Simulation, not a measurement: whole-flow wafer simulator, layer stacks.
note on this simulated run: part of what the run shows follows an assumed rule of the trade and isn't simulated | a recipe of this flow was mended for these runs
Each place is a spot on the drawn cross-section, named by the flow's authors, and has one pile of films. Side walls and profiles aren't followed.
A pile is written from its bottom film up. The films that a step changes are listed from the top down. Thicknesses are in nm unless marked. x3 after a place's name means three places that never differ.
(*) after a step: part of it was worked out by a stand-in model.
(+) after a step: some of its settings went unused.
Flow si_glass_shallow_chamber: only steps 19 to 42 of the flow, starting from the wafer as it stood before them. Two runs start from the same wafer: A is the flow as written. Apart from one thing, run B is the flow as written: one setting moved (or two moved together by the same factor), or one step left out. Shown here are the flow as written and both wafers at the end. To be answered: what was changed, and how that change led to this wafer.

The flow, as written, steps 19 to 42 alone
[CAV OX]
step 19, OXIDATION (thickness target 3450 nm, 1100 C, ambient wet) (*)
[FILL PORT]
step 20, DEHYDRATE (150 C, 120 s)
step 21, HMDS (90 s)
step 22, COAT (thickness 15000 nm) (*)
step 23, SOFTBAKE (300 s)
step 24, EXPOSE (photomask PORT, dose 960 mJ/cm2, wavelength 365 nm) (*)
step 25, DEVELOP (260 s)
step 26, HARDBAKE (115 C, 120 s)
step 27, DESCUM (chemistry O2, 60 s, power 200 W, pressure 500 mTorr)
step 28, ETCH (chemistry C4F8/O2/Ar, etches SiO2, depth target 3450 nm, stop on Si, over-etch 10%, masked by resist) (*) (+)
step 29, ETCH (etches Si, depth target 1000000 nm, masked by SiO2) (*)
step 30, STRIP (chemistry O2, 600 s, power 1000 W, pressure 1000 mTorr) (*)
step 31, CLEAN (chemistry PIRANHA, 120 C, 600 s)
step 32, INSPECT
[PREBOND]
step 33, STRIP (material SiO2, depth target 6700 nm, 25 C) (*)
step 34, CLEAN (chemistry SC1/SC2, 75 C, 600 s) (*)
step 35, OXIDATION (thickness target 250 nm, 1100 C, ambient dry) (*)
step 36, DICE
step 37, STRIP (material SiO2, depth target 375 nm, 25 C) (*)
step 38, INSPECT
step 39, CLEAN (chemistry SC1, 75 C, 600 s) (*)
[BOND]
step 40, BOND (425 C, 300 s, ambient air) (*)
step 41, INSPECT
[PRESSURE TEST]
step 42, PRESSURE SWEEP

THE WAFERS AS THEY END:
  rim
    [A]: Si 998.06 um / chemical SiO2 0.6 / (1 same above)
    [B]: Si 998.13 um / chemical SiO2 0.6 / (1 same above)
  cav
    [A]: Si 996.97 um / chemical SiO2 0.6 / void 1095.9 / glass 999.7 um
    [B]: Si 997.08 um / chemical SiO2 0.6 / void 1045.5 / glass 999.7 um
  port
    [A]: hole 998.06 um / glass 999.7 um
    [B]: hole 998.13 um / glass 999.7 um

The reason: step 19, OXIDATION: thickness target 3191 nm was run, whereas the flow has thickness target 3450 nm.

The path from the change to this, step by step:
  step 19, OXIDATION (thickness target 3450 nm, 1100 C, ambient wet) (*)
      rim, ramp, septum, ring: A +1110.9 SiO2, -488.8 Si | B +966.6 SiO2, -425.3 Si
      cav, port: A +3450 SiO2 (new film), -0.6 chemical SiO2 (all of it), -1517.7 Si | B +3191 SiO2 (new film), -0.6 chemical SiO2 (all of it), -1403.8 Si
  step 22, COAT (thickness 15000 nm) (*)
      rim: A +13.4 um thick-i-line-resist (new film) | B +13.38 um thick-i-line-resist (new film)
      ramp: A +12.89 um thick-i-line-resist (new film) | B +12.86 um thick-i-line-resist (new film)
      (as well as at 2 more places)
  step 25, DEVELOP (260 s)
      port: A -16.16 um thick-i-line-resist (all of it) | B -16.18 um thick-i-line-resist (all of it)
  step 28, ETCH (chemistry C4F8/O2/Ar, etches SiO2, depth target 3450 nm, stop on Si, over-etch 10%, masked by resist) (*) (+)
      rim, ramp, cav, septum, ring: A -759 thick-i-line-resist | B -702 thick-i-line-resist
      port: A -3450 SiO2 (all of it), -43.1 Si | B -3191 SiO2 (all of it), -75.5 Si
  step 29, ETCH (etches Si, depth target 1000000 nm, masked by SiO2) (*)
      rim, ramp: A -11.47 um thick-i-line-resist (all of it), -1617.3 SiO2 | B -11.49 um thick-i-line-resist (all of it), -1610.3 SiO2
      port: A +997.05 um hole (new film), -997.05 um Si (all of it) | B +997.13 um hole (new film), -997.13 um Si (all of it)
      (as well as at 2 more places)
  step 30, STRIP (chemistry O2, 600 s, power 1000 W, pressure 1000 mTorr) (*)
      cav: A -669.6 thick-i-line-resist (all of it) | B -746.1 thick-i-line-resist (all of it)
  step 33, STRIP (material SiO2, depth target 6700 nm, 25 C) (*)
      rim, ramp: A -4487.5 SiO2 (all of it) | B -4350.2 SiO2 (all of it)
      cav: A -3450 SiO2 (all of it) | B -3191 SiO2 (all of it)
      (as well as at 2 more places)
  step 40, BOND (425 C, 300 s, ambient air) (*)
      cav: A +999.7 um glass (new film), +1095.9 void (new film) | B +999.7 um glass (new film), +1045.5 void (new film)
